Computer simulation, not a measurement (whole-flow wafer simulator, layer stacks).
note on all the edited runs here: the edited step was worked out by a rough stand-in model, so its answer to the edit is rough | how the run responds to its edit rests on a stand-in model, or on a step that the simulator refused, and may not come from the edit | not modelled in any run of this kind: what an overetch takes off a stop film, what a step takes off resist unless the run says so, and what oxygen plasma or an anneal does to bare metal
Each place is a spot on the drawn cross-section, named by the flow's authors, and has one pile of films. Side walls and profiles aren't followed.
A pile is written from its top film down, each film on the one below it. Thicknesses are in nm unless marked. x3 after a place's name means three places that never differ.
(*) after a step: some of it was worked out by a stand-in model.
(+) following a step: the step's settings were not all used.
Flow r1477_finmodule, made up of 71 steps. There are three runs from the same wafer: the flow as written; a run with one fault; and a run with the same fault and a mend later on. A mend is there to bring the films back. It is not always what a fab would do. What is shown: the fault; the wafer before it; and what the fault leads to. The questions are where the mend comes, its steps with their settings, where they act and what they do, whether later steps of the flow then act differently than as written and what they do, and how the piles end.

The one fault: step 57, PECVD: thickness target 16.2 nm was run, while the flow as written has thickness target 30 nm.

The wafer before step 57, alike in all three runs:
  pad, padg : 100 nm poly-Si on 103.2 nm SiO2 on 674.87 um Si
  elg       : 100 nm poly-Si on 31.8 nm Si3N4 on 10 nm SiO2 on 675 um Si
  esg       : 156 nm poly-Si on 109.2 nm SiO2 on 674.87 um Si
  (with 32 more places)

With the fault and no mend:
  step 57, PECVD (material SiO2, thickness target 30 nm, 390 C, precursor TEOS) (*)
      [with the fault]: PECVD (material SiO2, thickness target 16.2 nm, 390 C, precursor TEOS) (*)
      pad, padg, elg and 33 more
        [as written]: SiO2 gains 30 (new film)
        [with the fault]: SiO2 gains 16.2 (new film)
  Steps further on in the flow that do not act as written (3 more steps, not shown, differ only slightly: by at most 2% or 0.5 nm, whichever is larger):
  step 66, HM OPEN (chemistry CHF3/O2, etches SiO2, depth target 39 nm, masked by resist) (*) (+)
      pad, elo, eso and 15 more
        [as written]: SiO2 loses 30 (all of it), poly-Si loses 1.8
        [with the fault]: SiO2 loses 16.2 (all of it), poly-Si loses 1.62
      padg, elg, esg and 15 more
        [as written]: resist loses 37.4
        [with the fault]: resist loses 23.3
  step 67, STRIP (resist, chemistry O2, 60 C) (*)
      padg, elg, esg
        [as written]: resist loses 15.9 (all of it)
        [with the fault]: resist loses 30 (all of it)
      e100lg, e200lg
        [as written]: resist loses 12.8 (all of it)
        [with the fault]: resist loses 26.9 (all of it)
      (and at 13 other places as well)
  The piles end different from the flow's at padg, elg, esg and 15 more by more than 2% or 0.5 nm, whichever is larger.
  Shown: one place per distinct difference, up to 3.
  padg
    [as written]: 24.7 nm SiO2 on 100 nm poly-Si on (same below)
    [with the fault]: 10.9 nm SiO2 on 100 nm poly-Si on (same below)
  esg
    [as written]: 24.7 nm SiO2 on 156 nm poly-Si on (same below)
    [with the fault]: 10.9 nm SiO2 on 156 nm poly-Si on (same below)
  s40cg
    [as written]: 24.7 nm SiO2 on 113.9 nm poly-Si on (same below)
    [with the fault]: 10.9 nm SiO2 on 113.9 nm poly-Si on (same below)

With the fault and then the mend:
  The mend follows step 58.
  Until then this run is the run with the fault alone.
  step 58a, PECVD (material SiO2, thickness target 13.8 nm, 390 C, precursor TEOS) (*) (the flow's step 57, run once more with other settings)
      pad, padg, elg and 33 more
        SiO2 gains 13.8
  Every later step of the flow that is run acts as written at every place that is followed.
  By the end, the piles equal the flow's at every place that both follow.
